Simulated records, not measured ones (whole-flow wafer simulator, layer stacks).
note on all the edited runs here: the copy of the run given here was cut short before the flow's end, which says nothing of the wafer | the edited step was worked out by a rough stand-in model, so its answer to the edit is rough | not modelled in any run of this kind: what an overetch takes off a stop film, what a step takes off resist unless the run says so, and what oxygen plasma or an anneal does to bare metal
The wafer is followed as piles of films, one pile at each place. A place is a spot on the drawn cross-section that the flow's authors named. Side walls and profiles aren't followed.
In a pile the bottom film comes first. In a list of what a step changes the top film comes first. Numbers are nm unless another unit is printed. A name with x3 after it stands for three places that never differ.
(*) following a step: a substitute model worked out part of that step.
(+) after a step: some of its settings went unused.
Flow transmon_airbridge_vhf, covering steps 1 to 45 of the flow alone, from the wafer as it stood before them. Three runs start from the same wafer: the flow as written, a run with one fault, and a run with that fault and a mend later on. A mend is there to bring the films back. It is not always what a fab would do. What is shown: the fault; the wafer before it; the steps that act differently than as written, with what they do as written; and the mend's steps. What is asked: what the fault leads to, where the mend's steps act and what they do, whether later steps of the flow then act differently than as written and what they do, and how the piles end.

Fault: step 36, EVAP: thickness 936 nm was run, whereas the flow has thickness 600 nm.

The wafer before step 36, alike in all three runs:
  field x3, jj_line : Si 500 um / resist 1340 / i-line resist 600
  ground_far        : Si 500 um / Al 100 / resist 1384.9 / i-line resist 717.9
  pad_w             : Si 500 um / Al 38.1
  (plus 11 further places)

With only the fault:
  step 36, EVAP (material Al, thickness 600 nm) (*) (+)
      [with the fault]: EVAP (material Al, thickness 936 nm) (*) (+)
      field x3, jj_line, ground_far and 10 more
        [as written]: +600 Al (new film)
        [with the fault]: +936 Al (new film)
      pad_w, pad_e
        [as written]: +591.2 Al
        [with the fault]: +922.3 Al
  Later steps of the flow acting differently than as written:
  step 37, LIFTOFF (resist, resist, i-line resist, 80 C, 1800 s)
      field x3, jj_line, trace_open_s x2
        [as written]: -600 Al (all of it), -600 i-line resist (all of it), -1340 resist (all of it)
        [with the fault]: -936 Al (all of it), -600 i-line resist (all of it), -1340 resist (all of it)
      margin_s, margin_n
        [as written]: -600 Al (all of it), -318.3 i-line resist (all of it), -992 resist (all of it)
        [with the fault]: -936 Al (all of it), -318.3 i-line resist (all of it), -992 resist (all of it)
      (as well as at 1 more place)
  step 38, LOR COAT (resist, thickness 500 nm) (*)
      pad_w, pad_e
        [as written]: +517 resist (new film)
        [with the fault]: +494.9 resist (new film)
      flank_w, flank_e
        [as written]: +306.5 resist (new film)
        [with the fault]: +298.3 resist (new film)
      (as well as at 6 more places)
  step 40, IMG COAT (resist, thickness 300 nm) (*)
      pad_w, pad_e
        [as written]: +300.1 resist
        [with the fault]: +286.6 resist
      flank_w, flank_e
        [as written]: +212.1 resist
        [with the fault]: +201.3 resist
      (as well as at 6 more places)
  The piles end different from the flow's at pad_w, flank_w, gap_w and 7 more by more than 2% or 0.5 nm, whichever is larger.
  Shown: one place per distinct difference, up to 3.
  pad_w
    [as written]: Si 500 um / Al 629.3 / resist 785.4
    [with the fault]: Si 500 um / Al 960.4 / resist 749.7
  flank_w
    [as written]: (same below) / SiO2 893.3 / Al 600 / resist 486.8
    [with the fault]: (same below) / SiO2 893.3 / Al 936 / resist 467.7
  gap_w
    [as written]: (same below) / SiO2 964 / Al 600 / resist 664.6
    [with the fault]: (same below) / SiO2 964 / Al 936 / resist 639.8

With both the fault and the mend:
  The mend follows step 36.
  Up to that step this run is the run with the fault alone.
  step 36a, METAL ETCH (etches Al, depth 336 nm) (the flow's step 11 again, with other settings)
      field x3, jj_line, ground_far and 12 more
        -336 Al
  Later steps of the flow that are run all act as written at every place that is followed, up to a difference of at most 2% or 0.5 nm, whichever is larger.
  At the end the piles are close to the flow's at the places that both follow, differing by at most 2% or 0.5 nm, whichever is larger.
